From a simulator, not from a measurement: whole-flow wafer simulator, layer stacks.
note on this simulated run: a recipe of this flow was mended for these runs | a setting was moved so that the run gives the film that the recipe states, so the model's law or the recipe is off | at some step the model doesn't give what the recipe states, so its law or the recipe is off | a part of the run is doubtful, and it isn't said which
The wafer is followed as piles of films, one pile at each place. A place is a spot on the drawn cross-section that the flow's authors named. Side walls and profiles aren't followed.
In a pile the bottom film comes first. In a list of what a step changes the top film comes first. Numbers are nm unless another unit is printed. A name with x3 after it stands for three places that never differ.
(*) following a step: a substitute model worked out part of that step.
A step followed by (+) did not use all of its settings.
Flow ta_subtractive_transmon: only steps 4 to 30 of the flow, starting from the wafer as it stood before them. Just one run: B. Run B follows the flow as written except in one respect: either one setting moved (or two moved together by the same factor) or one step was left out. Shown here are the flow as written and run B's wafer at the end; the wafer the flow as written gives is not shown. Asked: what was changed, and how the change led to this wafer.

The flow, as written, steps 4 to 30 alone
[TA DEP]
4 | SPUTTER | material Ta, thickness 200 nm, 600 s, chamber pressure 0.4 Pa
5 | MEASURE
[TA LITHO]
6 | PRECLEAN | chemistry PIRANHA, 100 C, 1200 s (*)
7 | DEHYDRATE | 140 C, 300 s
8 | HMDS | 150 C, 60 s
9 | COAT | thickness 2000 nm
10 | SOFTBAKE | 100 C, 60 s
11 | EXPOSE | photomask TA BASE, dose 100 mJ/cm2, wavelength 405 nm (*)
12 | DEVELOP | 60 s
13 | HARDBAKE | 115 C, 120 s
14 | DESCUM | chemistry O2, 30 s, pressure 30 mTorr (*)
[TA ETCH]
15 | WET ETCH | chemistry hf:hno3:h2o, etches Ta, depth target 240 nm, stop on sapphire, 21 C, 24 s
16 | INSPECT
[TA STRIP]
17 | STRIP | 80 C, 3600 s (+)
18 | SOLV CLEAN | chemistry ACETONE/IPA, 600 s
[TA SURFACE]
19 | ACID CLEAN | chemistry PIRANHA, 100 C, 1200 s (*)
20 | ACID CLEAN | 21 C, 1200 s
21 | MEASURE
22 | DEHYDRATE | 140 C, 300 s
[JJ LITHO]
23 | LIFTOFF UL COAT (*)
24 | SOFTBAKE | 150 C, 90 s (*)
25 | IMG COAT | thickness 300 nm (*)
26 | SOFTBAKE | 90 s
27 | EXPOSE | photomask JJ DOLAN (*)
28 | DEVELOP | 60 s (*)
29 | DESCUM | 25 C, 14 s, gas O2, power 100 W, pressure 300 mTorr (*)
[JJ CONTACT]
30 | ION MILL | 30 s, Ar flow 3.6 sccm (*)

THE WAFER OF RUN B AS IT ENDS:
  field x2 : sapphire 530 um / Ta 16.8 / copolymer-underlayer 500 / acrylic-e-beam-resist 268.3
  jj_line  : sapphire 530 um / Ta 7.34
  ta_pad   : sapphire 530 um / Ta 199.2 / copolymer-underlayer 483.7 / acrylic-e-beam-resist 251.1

Cause: step 15, WET ETCH: 18.24 s was run, whereas the flow has 24 s.

How this came from the change, step by step:
  15 | WET ETCH | chemistry hf:hno3:h2o, etches Ta, depth target 240 nm, stop on sapphire, 21 C, 24 s
      field x2, jj_line, lead: Ta loses 182.4 (in the flow as written it would be: Ta loses 199.7 (all of it))
  30 | ION MILL | 30 s, Ar flow 3.6 sccm (*)
      jj_line, lead: Ta loses 9.45 (in the flow as written it would be: sapphire loses 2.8)
With metal films that touch counted as one body, field x2 has 1 body; the flow as written gives 0 bodies.
With metal films that touch counted as one body, jj_line has 1 body; the flow as written gives 0 bodies.
